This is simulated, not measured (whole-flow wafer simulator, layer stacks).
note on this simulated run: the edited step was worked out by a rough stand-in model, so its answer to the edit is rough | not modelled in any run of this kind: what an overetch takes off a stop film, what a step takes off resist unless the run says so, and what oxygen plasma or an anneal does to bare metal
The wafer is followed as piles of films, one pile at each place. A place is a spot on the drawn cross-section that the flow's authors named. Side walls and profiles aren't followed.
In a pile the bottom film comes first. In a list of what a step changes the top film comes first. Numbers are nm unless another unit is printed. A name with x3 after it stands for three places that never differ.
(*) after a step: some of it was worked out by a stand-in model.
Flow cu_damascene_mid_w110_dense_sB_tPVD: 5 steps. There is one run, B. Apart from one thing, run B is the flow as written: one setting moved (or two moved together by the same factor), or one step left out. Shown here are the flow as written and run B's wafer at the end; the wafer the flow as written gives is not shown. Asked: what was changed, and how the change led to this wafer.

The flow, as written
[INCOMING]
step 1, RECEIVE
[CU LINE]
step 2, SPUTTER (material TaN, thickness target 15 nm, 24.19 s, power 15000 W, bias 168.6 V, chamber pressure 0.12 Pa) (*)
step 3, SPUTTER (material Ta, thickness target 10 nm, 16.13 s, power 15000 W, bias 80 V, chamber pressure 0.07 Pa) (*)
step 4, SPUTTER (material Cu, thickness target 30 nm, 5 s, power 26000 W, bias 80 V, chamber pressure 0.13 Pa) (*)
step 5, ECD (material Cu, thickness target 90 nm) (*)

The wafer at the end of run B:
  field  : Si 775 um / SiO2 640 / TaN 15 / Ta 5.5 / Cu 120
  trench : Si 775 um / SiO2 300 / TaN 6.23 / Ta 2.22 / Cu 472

The reason: step 3, SPUTTER: thickness target 5.5 nm was run, while the flow as written has thickness target 10 nm; step 3, SPUTTER: 8.87 s was run, where the flow has 16.13 s.
One can read it off the wafer: field has Ta 5.5, and step 3 as written asks for 10 nm.

How this came from the change, step by step:
  step 3, SPUTTER (material Ta, thickness target 10 nm, 16.13 s, power 15000 W, bias 80 V, chamber pressure 0.07 Pa) (*)
      field: +5.5 Ta (new film) (it would be, as written: +10 Ta (new film))
      trench: +2.22 Ta (new film) (it would be, as written: +4.05 Ta (new film))
